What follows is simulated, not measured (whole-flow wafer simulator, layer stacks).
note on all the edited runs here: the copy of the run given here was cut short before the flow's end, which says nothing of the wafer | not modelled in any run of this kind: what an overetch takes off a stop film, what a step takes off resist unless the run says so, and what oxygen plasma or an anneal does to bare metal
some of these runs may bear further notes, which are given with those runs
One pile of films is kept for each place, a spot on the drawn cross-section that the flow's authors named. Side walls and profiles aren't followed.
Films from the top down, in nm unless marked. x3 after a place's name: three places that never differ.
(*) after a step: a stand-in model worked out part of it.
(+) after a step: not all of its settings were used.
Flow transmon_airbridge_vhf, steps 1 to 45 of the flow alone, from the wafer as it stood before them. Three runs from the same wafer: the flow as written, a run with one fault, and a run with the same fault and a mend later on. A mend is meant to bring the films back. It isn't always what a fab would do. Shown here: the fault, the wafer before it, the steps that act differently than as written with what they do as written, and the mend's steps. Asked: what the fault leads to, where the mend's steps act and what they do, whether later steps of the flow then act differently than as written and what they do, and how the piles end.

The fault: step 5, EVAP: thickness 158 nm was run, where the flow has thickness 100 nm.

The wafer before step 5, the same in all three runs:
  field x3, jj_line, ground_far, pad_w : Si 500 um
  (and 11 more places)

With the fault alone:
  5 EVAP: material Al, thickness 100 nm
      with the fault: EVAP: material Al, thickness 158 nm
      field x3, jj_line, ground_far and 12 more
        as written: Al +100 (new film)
        with the fault: Al +158 (new film)
  Later steps of the flow that act differently than as written:
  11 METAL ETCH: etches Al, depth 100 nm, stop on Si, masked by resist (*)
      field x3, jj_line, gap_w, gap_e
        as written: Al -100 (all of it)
        with the fault: Al -100
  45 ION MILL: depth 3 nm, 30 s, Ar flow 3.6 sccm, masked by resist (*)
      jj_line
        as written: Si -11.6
        with the fault: Al -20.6
  At the end the piles differ from the flow's by more than 2% or 0.5 nm, whichever is larger, at field x3, jj_line, ground_far and 12 more.
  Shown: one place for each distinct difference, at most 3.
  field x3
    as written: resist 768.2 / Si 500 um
    with the fault: resist 768.2 / Al 58 / Si 500 um
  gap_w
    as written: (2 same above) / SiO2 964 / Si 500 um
    with the fault: (2 same above) / SiO2 964 / Al 58 / Si 500 um
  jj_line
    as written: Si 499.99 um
    with the fault: Al 37.4 / Si 500 um

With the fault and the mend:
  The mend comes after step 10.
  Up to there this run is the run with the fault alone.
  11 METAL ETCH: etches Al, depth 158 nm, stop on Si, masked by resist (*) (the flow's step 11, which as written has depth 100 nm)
      ground_far, pad_w, flank_w and 8 more
        i-line resist -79
      field x3, jj_line, gap_w, gap_e
        Al -158 (all of it)
  Later steps of the flow that act differently than as written (10 more steps differ only slightly, by at most 2% or 0.5 nm, whichever is larger, and aren't shown):
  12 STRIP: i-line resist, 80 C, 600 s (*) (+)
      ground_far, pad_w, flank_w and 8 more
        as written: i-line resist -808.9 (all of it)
        with the mend: i-line resist -779.9 (all of it)
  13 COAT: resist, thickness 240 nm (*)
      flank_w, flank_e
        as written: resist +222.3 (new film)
        with the mend: resist +214 (new film)
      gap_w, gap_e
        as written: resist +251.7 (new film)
        with the mend: resist +257.5 (new film)
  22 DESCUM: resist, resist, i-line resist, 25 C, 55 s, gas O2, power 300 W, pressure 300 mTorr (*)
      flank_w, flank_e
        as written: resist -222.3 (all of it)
        with the mend: resist -214 (all of it)
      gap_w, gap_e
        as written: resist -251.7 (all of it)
        with the mend: resist -257.5 (all of it)
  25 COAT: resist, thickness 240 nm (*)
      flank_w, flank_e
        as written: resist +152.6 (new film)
        with the mend: resist +146.3 (new film)
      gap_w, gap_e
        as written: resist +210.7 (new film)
        with the mend: resist +216.3 (new film)
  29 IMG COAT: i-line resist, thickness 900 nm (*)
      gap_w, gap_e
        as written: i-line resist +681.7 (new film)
        with the mend: i-line resist +697.2 (new film)
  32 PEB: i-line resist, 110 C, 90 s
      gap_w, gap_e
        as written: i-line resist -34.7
        with the mend: i-line resist -35.5
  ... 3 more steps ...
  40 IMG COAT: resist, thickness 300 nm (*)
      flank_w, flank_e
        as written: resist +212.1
        with the mend: resist +204.4
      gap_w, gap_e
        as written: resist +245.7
        with the mend: resist +251.1
  At the end the piles differ from the flow's by more than 2% or 0.5 nm, whichever is larger, at ground_far, pad_w, flank_w and 10 more.
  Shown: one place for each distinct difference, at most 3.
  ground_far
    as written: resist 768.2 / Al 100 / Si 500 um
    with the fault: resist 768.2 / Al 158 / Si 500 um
    with the mend: resist 768.2 / Al 158 / Si 500 um
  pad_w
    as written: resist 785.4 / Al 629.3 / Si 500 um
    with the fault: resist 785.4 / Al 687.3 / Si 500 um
    with the mend: resist 783.8 / Al 687.3 / Si 500 um
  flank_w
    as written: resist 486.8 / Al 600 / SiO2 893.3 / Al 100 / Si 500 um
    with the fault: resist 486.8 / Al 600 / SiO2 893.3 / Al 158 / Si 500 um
    with the mend: resist 472.5 / Al 600 / SiO2 893.7 / Al 158 / Si 500 um
